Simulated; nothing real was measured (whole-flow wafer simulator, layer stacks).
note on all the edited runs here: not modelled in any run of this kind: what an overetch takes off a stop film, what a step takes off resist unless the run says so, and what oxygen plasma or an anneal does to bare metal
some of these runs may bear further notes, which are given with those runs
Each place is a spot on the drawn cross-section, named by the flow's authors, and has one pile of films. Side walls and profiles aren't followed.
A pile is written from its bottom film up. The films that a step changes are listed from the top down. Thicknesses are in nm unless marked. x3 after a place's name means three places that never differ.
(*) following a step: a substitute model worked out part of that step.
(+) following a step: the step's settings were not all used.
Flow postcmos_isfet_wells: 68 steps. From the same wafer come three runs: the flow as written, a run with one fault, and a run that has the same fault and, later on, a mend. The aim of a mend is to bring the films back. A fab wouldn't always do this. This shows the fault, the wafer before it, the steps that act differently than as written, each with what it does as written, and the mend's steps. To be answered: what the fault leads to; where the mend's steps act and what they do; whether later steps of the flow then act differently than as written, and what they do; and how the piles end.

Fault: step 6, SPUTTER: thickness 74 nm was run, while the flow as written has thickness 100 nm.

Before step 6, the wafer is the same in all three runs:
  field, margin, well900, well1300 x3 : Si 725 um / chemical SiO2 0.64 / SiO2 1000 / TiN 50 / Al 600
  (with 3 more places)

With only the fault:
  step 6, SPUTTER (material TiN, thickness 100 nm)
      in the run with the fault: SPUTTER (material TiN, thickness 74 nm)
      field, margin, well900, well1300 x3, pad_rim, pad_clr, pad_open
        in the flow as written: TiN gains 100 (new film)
        in the run with the fault: TiN gains 74 (new film)
  Later steps of the flow acting differently than as written:
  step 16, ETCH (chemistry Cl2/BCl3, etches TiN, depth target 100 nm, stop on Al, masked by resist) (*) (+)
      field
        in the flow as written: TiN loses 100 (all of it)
        in the run with the fault: TiN loses 74 (all of it)
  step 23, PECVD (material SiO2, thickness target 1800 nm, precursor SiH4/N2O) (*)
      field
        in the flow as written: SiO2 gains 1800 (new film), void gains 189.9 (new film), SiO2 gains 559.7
        in the run with the fault: SiO2 gains 1800 (new film), void gains 170.4 (new film), SiO2 gains 553.2
  At field, margin, well900, well1300 x3, pad_rim, pad_clr, pad_open, the piles at the end differ from the flow's by more than 2% or 0.5 nm, whichever is larger.
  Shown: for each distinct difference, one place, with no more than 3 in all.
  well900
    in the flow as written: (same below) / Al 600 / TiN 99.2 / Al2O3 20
    in the run with the fault: (same below) / Al 600 / TiN 73.2 / Al2O3 20
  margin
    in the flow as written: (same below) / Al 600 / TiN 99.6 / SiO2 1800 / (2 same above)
    in the run with the fault: (same below) / Al 600 / TiN 73.6 / SiO2 1800 / (2 same above)
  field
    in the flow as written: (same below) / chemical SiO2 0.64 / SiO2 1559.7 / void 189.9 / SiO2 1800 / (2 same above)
    in the run with the fault: (same below) / chemical SiO2 0.64 / SiO2 1553.2 / void 170.4 / SiO2 1800 / (2 same above)

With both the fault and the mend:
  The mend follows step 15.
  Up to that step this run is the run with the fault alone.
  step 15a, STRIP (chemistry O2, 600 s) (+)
      margin, well900, well1300 x3, pad_rim, pad_clr, pad_open
        KrF resist loses 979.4 (all of it)
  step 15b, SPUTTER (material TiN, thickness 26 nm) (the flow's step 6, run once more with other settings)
      field, margin, well900, well1300 x3, pad_rim, pad_clr, pad_open
        TiN gains 26
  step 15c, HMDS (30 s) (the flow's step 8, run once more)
      does not change any film at any place that is followed
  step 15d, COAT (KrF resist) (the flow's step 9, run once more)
      field, margin, well900, well1300 x3, pad_rim, pad_clr, pad_open
        KrF resist gains 1000 (new film)
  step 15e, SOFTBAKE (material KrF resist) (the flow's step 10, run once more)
      does not change any film at any place that is followed
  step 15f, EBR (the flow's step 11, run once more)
      does not change any film at any place that is followed
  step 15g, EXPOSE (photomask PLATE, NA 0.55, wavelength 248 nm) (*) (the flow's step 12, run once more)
      does not change any film at any place that is followed
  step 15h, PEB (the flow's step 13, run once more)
      field, margin, well900, well1300 x3, pad_rim, pad_clr, pad_open
        KrF resist loses 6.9
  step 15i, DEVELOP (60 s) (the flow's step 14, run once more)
      margin, well900, well1300 x3, pad_rim, pad_clr, pad_open
        KrF resist loses 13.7
      field
        KrF resist loses 993.1 (all of it)
  Every later step of the flow that is run acts as written at every place that is followed.
  The piles end the same as the flow's at every place that both follow.
